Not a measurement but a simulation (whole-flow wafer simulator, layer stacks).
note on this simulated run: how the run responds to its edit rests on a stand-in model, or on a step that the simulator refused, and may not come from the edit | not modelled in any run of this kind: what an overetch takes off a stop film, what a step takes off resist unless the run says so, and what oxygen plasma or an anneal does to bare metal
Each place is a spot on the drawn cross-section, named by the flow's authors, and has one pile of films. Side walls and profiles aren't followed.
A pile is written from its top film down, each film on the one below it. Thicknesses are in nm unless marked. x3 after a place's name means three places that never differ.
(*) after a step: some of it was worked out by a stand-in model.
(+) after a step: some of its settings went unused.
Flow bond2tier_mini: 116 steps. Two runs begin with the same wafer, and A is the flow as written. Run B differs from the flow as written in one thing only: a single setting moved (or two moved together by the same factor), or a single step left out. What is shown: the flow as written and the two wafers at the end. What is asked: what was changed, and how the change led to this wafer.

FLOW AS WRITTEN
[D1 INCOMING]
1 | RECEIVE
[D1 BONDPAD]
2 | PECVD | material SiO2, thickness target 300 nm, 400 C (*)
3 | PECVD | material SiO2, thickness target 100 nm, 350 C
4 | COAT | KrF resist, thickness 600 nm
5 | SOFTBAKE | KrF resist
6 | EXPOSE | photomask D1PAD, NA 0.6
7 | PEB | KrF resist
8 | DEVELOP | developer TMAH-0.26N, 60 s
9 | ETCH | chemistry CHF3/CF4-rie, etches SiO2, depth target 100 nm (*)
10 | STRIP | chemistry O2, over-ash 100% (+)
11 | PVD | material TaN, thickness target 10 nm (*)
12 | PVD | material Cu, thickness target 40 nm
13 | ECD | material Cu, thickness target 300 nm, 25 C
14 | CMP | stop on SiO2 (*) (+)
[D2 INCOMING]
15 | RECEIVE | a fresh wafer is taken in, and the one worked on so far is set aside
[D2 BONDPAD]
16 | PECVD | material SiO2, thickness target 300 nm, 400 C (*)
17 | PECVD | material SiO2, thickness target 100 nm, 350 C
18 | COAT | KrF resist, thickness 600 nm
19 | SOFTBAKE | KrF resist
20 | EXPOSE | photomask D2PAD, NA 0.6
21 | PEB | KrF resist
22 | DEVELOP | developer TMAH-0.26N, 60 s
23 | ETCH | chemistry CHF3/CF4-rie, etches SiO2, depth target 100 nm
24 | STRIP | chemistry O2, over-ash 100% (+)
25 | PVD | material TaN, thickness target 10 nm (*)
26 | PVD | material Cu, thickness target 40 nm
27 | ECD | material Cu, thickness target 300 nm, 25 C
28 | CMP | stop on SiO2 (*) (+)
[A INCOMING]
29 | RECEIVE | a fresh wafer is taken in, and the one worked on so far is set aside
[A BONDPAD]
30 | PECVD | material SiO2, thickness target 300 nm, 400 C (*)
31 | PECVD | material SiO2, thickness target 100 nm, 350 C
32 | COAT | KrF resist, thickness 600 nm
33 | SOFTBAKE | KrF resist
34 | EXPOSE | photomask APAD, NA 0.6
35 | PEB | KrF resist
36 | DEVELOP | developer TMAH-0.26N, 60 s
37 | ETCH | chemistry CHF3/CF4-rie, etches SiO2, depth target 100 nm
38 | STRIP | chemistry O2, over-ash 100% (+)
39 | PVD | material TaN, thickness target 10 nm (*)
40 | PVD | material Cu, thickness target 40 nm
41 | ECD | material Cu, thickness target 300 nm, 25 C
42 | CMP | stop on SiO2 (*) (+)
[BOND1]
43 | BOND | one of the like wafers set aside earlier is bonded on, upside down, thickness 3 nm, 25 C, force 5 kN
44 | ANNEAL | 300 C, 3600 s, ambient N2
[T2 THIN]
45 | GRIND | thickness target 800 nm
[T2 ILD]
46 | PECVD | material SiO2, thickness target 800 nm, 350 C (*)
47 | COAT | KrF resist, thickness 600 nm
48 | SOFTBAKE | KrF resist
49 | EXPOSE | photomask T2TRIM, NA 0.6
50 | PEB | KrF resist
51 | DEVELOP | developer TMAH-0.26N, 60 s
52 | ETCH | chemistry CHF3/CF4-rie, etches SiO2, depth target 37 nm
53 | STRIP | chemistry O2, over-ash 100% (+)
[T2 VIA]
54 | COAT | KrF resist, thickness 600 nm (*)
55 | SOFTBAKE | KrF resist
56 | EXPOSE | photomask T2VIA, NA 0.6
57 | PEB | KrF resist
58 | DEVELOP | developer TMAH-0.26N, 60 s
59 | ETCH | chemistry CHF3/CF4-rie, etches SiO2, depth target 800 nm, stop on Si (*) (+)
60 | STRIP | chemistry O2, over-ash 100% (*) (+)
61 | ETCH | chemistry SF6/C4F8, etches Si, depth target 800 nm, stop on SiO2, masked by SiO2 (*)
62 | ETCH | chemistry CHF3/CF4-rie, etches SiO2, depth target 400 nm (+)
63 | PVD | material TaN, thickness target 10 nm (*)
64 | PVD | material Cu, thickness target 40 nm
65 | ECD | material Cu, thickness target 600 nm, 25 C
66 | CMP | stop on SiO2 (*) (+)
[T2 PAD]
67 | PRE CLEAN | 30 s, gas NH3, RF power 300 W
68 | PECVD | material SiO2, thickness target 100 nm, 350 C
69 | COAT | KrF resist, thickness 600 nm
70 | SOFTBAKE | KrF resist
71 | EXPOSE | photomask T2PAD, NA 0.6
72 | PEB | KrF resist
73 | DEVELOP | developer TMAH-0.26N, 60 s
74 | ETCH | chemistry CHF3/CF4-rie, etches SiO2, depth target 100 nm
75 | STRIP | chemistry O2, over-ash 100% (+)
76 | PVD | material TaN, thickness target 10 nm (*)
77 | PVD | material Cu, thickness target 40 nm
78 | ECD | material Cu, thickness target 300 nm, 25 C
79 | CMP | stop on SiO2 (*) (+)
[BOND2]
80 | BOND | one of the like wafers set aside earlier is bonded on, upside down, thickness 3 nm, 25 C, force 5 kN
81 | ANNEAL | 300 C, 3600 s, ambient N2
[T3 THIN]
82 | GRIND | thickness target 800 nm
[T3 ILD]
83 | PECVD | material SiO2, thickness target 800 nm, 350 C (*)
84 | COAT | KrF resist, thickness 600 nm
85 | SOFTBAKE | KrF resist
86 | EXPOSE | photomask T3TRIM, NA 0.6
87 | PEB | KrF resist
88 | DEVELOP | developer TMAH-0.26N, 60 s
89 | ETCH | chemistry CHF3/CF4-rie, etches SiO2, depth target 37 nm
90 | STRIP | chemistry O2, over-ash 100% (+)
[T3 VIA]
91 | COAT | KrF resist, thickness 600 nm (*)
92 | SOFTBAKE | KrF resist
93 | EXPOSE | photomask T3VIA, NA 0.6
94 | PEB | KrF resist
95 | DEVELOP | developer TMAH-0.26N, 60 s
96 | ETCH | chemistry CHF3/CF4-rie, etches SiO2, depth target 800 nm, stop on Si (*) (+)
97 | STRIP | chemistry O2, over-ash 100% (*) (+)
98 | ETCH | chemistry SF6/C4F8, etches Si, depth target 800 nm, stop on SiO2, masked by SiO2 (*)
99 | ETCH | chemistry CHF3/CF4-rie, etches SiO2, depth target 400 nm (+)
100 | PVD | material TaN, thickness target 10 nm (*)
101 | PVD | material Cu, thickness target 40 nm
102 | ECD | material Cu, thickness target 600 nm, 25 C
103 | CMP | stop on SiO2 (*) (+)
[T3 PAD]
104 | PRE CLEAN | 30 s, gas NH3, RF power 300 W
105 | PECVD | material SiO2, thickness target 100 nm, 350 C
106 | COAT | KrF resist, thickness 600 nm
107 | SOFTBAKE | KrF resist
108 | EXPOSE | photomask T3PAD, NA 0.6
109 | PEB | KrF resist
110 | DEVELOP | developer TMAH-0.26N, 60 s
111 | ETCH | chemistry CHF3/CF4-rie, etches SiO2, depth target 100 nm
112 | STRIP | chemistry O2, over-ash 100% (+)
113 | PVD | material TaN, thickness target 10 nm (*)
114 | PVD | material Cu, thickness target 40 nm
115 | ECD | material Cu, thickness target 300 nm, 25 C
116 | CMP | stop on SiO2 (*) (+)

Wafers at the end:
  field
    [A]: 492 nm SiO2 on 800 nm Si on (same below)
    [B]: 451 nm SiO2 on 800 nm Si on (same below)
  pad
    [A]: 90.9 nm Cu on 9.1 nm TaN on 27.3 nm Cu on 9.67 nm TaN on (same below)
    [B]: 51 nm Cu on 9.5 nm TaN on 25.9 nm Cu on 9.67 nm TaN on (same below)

Cause: step 105, PECVD: thickness target 59 nm was run, while the flow as written has thickness target 100 nm.

The path from the change to this, step by step:
  105 | PECVD | material SiO2, thickness target 100 nm, 350 C
      field: A +100 SiO2 | B +59 SiO2
      pad: A +100 SiO2 (new film) | B +59 SiO2 (new film)
  111 | ETCH | chemistry CHF3/CF4-rie, etches SiO2, depth target 100 nm
      pad: A -100 SiO2 (all of it) | B -59 SiO2 (all of it), -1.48 Cu
      field: A -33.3 KrF resist | B -29.5 KrF resist
  114 | PVD | material Cu, thickness target 40 nm
      pad: A +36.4 Cu (new film) | B +37.8 Cu (new film)
  115 | ECD | material Cu, thickness target 300 nm, 25 C
      pad: A +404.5 Cu | B +363.2 Cu
